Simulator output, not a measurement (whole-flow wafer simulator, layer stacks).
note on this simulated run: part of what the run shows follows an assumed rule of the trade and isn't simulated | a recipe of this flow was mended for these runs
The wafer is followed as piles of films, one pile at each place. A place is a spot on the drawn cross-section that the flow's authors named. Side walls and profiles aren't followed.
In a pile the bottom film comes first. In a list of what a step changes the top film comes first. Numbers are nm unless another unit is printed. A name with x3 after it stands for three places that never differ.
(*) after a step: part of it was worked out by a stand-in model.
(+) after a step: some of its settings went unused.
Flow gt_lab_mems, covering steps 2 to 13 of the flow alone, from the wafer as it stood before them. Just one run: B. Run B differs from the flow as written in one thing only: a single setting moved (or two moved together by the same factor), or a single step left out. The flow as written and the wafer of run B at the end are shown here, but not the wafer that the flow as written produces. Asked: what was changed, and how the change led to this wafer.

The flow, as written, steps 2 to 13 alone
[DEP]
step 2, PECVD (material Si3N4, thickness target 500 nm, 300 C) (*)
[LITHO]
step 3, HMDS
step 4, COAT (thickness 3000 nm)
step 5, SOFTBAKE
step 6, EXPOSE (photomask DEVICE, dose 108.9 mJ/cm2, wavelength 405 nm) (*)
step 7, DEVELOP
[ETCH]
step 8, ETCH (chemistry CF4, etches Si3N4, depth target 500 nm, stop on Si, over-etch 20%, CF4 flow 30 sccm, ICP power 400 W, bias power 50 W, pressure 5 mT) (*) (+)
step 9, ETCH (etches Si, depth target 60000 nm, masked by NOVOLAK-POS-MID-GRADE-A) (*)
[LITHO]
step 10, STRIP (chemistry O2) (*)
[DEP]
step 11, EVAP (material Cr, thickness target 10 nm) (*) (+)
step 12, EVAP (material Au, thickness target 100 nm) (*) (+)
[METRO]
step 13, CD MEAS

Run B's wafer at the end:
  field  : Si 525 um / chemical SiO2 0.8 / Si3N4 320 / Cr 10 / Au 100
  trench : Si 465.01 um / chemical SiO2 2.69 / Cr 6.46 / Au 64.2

What caused this: step 2, PECVD: thickness target 320 nm was run, while the flow as written has thickness target 500 nm; step 8, ETCH: depth target 320 nm was run, where the flow has depth target 500 nm.
The wafer lets one read it off: field has Si3N4 320, and step 2 as written asks for 500 nm.

The path from the change to this, step by step:
  step 2, PECVD (material Si3N4, thickness target 500 nm, 300 C) (*)
      field, trench: Si3N4 gains 320 (new film) (in the flow as written it would be: Si3N4 gains 500 (new film))
  step 8, ETCH (chemistry CF4, etches Si3N4, depth target 500 nm, stop on Si, over-etch 20%, CF4 flow 30 sccm, ICP power 400 W, bias power 50 W, pressure 5 mT) (*) (+)
      field: g/i-line-resist loses 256 (in the flow as written it would be: g/i-line-resist loses 400)
      trench: Si3N4 loses 320 (all of it), chemical SiO2 loses 0.8 (all of it), Si loses 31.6 (in the flow as written it would be: Si3N4 loses 500 (all of it), chemical SiO2 loses 0.8 (all of it), Si loses 49.6)
  step 10, STRIP (chemistry O2) (*)
      field: g/i-line-resist loses 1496 (all of it) (in the flow as written it would be: g/i-line-resist loses 1352 (all of it))
